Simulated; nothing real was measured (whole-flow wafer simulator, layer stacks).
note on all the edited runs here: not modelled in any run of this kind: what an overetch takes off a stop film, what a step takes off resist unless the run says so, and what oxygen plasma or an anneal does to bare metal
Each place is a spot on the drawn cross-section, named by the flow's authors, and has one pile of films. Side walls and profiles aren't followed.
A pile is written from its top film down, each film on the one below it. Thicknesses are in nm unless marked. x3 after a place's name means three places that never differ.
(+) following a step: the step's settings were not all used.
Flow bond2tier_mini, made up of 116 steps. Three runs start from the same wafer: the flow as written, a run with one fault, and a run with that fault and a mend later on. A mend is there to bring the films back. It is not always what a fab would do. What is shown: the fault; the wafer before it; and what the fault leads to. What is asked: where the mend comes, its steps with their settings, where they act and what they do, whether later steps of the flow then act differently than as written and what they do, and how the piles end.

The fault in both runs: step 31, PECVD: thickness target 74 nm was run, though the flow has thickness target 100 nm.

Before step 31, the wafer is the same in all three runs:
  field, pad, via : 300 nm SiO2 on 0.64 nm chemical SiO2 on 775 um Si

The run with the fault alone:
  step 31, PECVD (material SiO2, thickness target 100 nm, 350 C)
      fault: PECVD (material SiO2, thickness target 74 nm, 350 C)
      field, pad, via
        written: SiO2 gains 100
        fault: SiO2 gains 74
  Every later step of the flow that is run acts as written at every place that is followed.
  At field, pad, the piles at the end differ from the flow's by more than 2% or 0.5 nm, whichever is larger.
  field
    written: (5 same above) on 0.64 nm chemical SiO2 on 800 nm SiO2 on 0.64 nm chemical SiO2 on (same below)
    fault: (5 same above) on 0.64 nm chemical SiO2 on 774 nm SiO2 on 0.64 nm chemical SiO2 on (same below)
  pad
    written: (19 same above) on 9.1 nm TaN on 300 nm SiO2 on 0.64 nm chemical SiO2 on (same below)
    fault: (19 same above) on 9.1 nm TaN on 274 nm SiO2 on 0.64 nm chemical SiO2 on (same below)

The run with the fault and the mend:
  The mend follows step 36.
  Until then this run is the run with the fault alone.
  step 36a, STRIP (chemistry O2, over-ash 100%) (+)
      field
        KrF resist loses 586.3 (all of it)
  step 36b, PECVD (material SiO2, thickness target 26 nm, 350 C) (the flow's step 31 again, with other settings)
      field, pad, via
        SiO2 gains 26
  step 36c, COAT (KrF resist, thickness 600 nm) (the flow's step 32 again)
      field, pad, via
        KrF resist gains 600 (new film)
  step 36d, SOFTBAKE (KrF resist) (the flow's step 33 again)
      alters no film at any place that is followed
  step 36e, EXPOSE (photomask APAD, NA 0.6) (the flow's step 34 again)
      alters no film at any place that is followed
  step 36f, PEB (KrF resist) (the flow's step 35 again)
      alters no film at any place that is followed
  step 36g, DEVELOP (developer TMAH-0.26N, 60 s) (the flow's step 36 again)
      pad, via
        KrF resist loses 600 (all of it)
      field
        KrF resist loses 13.7
  Every later step of the flow that is run acts as written at every place that is followed.
  The piles end the same as the flow's at every place that both follow.
